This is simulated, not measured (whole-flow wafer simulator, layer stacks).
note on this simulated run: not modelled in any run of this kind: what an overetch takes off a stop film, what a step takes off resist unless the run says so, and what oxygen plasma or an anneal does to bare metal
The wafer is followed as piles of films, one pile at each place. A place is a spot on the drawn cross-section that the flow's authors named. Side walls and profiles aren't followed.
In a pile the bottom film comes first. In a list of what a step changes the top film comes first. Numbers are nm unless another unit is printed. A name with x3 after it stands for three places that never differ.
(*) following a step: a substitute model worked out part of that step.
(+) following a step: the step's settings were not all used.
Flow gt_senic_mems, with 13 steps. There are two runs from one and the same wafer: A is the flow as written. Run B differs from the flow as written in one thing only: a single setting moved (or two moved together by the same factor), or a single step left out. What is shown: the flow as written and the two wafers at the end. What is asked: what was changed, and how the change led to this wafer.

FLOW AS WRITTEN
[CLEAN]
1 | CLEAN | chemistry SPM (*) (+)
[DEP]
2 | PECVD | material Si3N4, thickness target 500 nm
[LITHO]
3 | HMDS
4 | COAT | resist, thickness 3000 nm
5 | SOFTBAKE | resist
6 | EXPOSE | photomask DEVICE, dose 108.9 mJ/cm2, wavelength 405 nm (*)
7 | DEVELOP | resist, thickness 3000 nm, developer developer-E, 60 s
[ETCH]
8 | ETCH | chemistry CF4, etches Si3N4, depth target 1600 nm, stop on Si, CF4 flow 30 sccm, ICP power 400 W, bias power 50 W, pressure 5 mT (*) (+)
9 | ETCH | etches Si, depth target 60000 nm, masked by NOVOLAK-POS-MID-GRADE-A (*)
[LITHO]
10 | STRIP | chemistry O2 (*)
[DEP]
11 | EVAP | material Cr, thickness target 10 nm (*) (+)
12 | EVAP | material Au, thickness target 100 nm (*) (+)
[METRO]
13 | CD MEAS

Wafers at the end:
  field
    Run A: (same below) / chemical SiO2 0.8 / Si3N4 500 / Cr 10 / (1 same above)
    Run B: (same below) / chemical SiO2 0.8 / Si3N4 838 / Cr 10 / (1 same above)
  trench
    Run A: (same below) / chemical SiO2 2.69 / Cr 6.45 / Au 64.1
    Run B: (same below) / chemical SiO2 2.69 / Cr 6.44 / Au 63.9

What caused this: step 2, PECVD: thickness target 838 nm was run, though the flow has thickness target 500 nm.
The wafer itself shows it: field has Si3N4 838, and step 2 as written asks for 500 nm.

How this came from the change, step by step:
  2 | PECVD | material Si3N4, thickness target 500 nm
      field, trench: A +500 Si3N4 (new film) | B +838 Si3N4 (new film)
  8 | ETCH | chemistry CF4, etches Si3N4, depth target 1600 nm, stop on Si, CF4 flow 30 sccm, ICP power 400 W, bias power 50 W, pressure 5 mT (*) (+)
      field: A -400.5 resist | B -625.9 resist
      trench: A -500 Si3N4 (all of it), -0.8 chemical SiO2 (all of it) | B -838 Si3N4 (all of it), -0.8 chemical SiO2 (all of it)
  10 | STRIP | chemistry O2 (*)
      field: A -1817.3 resist (all of it) | B -1592 resist (all of it)
